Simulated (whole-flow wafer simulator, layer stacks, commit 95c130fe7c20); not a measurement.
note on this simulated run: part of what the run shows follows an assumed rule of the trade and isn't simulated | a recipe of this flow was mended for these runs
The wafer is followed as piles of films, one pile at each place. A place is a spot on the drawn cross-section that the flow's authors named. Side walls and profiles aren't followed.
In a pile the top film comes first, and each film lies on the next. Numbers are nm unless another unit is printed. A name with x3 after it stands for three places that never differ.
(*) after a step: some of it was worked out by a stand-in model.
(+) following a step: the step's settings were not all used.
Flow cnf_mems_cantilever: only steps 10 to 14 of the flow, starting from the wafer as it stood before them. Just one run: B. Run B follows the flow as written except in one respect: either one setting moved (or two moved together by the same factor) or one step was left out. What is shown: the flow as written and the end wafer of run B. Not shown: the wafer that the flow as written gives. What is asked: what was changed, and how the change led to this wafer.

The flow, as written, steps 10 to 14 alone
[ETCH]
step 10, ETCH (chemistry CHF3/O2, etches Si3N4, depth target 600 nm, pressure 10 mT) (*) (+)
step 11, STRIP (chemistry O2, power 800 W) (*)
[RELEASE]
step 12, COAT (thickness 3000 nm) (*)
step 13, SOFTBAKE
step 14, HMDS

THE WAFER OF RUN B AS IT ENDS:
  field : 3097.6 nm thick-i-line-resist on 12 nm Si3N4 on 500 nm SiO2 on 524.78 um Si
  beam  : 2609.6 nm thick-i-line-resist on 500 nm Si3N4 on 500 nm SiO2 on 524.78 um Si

The reason: step 10, ETCH: depth target 488 nm was run, whereas the flow has depth target 600 nm.

How this came from the change, step by step:
  step 10, ETCH (chemistry CHF3/O2, etches Si3N4, depth target 600 nm, pressure 10 mT) (*) (+)
      field: Si3N4 loses 488 (in the flow as written it would be: Si3N4 loses 500 (all of it), SiO2 loses 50)
      beam: KrF-resist loses 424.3 (in the flow as written it would be: KrF-resist loses 521.7)
  step 11, STRIP (chemistry O2, power 800 W) (*)
      beam: KrF-resist loses 558.3 (all of it) (in the flow as written it would be: KrF-resist loses 460.9 (all of it))
  step 13, SOFTBAKE
      field: thick-i-line-resist gains 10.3 (in the flow as written it would be: thick-i-line-resist gains 11.9)
      beam: thick-i-line-resist loses 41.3 (in the flow as written it would be: thick-i-line-resist loses 47.6)
